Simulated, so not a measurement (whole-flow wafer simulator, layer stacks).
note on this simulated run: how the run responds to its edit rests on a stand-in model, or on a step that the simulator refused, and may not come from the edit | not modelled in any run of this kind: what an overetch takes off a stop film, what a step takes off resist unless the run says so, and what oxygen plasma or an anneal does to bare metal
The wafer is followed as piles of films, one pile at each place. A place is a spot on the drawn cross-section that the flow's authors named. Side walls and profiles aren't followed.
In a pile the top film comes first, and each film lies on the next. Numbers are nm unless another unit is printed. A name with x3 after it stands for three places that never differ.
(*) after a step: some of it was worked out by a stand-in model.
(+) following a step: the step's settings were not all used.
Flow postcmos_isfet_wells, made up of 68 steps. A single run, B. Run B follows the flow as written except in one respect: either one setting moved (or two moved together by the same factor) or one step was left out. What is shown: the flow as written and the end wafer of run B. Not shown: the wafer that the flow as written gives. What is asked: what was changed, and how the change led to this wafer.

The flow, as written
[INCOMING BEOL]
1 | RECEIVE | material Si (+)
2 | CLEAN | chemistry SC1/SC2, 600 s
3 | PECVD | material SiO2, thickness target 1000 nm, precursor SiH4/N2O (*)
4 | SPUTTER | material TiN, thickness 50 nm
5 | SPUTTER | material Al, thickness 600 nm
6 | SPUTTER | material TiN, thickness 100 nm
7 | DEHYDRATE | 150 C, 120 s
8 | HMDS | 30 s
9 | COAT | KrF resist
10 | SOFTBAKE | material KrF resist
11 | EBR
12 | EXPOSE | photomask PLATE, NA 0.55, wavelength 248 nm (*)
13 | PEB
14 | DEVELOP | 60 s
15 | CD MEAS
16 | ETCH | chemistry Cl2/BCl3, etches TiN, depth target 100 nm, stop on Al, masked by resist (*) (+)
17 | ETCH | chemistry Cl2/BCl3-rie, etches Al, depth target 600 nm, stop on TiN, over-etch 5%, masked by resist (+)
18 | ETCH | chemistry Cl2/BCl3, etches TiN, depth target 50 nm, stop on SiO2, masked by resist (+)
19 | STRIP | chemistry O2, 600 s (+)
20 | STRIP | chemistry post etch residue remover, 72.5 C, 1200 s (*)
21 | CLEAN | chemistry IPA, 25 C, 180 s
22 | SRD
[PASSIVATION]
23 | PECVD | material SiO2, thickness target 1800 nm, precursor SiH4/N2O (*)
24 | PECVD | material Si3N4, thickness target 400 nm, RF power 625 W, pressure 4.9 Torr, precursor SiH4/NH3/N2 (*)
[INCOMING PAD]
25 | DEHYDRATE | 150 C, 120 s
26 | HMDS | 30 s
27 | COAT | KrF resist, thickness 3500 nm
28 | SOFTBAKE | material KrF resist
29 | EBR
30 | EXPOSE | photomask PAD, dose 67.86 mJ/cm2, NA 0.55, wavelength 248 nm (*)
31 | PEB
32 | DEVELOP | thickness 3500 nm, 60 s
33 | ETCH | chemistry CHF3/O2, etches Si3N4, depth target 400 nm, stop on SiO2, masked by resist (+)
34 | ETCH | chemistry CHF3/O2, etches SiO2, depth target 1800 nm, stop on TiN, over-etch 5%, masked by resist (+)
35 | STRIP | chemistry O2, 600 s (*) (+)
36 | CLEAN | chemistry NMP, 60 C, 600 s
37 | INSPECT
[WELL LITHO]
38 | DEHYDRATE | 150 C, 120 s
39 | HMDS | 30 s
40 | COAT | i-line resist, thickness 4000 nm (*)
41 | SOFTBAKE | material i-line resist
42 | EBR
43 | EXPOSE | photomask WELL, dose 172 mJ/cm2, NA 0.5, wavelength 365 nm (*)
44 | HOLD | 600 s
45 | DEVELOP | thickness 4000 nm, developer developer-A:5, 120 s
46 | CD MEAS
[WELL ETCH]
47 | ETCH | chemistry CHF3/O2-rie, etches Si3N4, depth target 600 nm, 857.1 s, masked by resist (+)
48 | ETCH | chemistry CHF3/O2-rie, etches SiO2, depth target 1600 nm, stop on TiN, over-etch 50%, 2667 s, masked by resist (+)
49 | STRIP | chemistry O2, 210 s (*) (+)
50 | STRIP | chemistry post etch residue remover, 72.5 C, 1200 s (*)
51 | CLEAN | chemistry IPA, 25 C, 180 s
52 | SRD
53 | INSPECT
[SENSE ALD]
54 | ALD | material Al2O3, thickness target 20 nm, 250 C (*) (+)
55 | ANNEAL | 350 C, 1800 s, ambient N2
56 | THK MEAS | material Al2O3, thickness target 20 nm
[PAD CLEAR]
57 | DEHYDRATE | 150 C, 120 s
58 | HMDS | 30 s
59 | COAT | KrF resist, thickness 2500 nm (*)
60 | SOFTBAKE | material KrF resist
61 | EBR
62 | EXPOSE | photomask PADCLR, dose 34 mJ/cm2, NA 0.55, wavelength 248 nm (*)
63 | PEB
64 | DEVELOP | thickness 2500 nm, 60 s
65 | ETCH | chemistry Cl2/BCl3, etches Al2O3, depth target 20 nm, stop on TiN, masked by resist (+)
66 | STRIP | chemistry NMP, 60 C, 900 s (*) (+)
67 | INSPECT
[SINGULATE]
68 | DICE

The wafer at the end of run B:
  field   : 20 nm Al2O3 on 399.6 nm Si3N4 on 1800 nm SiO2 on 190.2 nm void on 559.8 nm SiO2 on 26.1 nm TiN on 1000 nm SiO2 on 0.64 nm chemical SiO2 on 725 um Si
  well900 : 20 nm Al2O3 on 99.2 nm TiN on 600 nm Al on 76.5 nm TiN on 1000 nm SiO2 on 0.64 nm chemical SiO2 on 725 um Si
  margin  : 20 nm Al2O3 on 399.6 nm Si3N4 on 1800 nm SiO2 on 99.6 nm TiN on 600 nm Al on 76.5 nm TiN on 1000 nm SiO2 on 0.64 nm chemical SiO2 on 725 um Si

What caused this: step 4, SPUTTER: thickness 76.5 nm was run, though the flow has thickness 50 nm.
One can read it off the wafer: well900 has TiN 76.5, and step 4 as written asks for 50 nm.

Step by step, how the change led to this:
  4 | SPUTTER | material TiN, thickness 50 nm
      field, margin, well900, well1300 x3, pad_rim, pad_clr, pad_open: TiN gains 76.5 (new film) (in the flow as written it would be: TiN gains 50 (new film))
  18 | ETCH | chemistry Cl2/BCl3, etches TiN, depth target 50 nm, stop on SiO2, masked by resist (+)
      field: TiN loses 50 (in the flow as written it would be: TiN loses 50 (all of it))
  23 | PECVD | material SiO2, thickness target 1800 nm, precursor SiH4/N2O (*)
      field: SiO2 gains 1800 (new film), void gains 190.2 (new film), SiO2 gains 559.8 (new film) (in the flow as written it would be: SiO2 gains 1800 (new film), void gains 189.9 (new film), SiO2 gains 559.7)
If metal films that touch count as one body, field has 1 body; the flow as written gives 0 bodies.
